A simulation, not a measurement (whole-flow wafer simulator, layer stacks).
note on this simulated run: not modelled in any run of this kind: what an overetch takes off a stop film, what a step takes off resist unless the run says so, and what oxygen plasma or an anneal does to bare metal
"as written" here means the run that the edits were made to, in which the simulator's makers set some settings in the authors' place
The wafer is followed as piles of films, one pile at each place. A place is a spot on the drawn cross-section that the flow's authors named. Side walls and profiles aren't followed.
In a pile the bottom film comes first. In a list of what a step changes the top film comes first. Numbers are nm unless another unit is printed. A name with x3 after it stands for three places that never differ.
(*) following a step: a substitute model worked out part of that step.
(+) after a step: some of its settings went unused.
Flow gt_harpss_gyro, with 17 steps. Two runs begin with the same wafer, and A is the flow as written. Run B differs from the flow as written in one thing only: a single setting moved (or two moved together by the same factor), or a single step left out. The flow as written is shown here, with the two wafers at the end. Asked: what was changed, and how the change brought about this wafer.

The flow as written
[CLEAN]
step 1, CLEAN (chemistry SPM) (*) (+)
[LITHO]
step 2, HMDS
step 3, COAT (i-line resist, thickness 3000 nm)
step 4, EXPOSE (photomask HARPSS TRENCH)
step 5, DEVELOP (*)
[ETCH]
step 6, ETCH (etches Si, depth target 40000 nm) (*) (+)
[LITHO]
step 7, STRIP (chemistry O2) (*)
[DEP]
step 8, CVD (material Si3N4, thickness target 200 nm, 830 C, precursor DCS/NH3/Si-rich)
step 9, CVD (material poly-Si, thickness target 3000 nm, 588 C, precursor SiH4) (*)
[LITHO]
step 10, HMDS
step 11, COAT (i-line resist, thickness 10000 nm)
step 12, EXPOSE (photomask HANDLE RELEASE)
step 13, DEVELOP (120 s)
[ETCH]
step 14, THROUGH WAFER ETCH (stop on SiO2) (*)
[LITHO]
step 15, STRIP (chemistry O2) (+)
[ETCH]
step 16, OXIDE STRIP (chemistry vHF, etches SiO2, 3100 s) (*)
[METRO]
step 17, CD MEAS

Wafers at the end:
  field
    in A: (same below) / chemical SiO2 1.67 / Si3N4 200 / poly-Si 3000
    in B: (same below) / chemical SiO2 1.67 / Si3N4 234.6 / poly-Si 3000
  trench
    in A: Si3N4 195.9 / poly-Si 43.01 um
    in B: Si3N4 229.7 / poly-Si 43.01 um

Cause: step 8, CVD: thickness target 234.6 nm was run, while the flow as written has thickness target 200 nm.
The wafer lets one read it off: field has Si3N4 234.6, and step 8 as written asks for 200 nm.

The path from the change to this, step by step:
  step 8, CVD (material Si3N4, thickness target 200 nm, 830 C, precursor DCS/NH3/Si-rich)
      field: A +200 Si3N4 (new film) | B +234.6 Si3N4 (new film)
      trench: A +195.9 Si3N4 (new film) | B +229.7 Si3N4 (new film)
